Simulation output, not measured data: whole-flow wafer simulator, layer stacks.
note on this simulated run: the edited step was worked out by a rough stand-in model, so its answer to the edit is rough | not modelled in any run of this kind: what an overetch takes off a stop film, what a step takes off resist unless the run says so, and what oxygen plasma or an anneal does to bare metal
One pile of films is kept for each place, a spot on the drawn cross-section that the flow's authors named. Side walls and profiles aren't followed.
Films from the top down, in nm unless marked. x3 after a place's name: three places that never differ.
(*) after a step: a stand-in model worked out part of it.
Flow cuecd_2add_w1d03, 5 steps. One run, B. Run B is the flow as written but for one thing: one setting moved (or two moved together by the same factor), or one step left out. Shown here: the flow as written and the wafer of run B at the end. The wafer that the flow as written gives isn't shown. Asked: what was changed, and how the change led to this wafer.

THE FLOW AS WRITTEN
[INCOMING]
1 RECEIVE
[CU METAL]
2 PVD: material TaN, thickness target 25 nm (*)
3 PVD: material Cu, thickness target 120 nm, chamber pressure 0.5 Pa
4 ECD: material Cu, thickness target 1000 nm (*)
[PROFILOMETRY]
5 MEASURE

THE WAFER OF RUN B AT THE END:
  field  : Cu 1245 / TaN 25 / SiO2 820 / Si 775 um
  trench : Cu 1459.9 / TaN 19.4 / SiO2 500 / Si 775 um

The cause: step 4, ECD: thickness target 1125 nm was run, where the flow has thickness target 1000 nm.

How the change led to this, step by step:
  4 ECD: material Cu, thickness target 1000 nm (*)
      field: Cu +1125 (as written it would be: Cu +1000)
      trench: Cu +1366.5 (as written it would be: Cu +1226.8)
